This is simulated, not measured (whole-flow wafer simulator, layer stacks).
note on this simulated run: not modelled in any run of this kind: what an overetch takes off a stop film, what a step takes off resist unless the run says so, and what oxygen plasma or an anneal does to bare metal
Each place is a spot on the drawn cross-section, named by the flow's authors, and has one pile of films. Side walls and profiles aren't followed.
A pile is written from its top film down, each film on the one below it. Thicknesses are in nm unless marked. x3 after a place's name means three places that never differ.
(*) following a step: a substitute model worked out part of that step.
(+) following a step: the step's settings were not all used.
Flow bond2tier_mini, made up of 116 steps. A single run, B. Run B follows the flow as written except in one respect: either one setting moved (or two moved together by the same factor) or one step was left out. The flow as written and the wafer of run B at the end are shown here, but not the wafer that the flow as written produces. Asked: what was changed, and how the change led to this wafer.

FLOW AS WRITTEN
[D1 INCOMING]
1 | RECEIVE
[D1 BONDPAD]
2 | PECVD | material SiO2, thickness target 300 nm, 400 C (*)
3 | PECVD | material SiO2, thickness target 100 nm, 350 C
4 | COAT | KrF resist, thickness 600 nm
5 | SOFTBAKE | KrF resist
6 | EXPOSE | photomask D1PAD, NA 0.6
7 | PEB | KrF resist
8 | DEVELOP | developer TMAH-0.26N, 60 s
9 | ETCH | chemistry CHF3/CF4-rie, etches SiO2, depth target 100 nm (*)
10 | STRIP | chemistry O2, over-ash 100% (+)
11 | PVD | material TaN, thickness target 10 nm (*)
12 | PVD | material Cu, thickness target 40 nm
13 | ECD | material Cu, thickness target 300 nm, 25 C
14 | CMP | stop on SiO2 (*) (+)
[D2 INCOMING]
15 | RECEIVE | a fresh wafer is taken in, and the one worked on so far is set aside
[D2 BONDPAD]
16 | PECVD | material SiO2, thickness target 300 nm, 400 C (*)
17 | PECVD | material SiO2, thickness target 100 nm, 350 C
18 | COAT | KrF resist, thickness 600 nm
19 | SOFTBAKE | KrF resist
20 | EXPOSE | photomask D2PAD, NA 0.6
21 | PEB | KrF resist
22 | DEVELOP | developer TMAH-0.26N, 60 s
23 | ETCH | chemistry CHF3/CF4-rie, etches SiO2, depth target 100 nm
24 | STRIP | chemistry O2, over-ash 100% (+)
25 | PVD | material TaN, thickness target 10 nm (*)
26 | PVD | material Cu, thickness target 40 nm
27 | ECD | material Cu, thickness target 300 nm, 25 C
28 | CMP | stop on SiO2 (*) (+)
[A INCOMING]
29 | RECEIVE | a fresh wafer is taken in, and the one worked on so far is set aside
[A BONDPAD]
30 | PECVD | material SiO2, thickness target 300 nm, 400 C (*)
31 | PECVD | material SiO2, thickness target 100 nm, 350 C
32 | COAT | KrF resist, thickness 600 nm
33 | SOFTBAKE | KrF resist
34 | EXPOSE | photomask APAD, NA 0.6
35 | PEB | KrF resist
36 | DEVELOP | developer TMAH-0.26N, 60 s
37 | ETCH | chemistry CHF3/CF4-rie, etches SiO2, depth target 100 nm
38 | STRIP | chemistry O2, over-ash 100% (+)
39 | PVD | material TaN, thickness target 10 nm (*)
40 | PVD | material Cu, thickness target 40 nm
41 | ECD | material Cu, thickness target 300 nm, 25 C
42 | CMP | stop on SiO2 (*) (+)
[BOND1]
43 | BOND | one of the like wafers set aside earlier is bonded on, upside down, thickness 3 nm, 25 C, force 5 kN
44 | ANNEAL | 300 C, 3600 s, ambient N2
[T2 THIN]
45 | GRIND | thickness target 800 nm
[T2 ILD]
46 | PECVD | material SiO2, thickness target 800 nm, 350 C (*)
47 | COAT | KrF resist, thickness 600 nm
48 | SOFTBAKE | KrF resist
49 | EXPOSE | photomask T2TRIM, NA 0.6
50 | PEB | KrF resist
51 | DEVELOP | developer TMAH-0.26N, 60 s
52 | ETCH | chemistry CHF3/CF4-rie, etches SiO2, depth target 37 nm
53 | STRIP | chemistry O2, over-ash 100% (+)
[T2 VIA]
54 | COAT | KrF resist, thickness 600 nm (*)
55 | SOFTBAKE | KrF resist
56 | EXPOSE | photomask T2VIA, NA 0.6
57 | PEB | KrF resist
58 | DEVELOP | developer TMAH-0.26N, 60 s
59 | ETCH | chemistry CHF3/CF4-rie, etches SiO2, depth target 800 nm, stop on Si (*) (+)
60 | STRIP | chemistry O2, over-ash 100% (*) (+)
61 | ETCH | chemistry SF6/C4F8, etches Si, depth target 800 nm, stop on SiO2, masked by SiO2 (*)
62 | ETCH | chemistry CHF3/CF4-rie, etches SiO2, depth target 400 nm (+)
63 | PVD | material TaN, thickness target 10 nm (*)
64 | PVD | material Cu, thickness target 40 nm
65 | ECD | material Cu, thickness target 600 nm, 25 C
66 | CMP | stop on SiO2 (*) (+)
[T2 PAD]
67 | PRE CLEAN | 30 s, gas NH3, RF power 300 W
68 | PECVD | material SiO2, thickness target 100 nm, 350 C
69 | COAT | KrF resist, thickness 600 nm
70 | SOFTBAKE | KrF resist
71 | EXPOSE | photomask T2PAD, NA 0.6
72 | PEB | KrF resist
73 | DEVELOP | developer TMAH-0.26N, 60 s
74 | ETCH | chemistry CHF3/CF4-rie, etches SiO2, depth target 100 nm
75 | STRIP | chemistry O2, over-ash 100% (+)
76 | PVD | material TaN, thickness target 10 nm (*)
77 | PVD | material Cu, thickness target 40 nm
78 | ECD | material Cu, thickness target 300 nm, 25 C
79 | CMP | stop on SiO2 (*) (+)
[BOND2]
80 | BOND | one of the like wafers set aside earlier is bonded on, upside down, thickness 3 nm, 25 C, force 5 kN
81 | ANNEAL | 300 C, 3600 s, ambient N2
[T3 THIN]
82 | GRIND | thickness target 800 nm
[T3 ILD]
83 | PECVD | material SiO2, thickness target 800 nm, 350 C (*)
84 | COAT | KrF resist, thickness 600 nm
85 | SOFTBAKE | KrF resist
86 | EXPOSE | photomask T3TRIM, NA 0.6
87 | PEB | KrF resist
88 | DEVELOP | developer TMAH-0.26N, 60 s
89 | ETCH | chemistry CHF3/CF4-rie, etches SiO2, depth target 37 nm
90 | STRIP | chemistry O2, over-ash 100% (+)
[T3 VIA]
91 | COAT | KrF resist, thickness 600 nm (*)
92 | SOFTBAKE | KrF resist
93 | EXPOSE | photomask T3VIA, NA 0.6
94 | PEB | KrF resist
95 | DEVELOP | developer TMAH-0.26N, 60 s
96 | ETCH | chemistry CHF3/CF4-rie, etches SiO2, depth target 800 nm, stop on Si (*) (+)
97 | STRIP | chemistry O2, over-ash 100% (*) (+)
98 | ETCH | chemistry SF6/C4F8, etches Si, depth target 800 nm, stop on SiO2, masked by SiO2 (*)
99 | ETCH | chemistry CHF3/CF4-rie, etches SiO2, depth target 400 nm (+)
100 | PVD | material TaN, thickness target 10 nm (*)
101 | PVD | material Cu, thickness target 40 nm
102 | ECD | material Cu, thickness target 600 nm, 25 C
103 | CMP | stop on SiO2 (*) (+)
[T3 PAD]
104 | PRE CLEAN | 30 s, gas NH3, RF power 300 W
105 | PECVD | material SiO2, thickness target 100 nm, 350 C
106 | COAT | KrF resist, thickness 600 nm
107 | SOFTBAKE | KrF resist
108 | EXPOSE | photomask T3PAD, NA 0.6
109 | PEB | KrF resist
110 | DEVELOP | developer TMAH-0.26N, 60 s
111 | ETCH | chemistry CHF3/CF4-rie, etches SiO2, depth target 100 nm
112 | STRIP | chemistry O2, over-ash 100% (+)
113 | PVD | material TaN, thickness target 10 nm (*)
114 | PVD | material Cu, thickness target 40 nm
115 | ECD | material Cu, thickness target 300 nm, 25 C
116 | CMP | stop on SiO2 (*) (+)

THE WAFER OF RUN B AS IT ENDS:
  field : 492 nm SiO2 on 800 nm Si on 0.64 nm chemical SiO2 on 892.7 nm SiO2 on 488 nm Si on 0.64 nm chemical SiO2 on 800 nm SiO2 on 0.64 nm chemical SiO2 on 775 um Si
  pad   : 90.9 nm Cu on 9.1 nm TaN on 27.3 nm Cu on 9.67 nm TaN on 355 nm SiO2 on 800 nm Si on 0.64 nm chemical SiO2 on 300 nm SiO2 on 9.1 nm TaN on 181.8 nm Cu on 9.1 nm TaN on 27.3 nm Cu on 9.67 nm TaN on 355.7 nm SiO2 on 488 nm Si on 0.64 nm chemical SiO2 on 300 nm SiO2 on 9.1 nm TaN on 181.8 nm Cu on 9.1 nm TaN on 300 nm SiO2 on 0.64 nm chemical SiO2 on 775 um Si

Cause: step 45, GRIND: thickness target 488 nm was run, while the flow as written has thickness target 800 nm.
One can read it off the wafer: field has Si 488, and step 45 as written asks for 800 nm.

The path from the change to this, step by step:
  45 | GRIND | thickness target 800 nm
      field, pad, via: -774.51 um Si (it would be, as written: -774.2 um Si)
  61 | ETCH | chemistry SF6/C4F8, etches Si, depth target 800 nm, stop on SiO2, masked by SiO2 (*)
      field, pad: -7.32 SiO2 (it would be, as written: -8 SiO2)
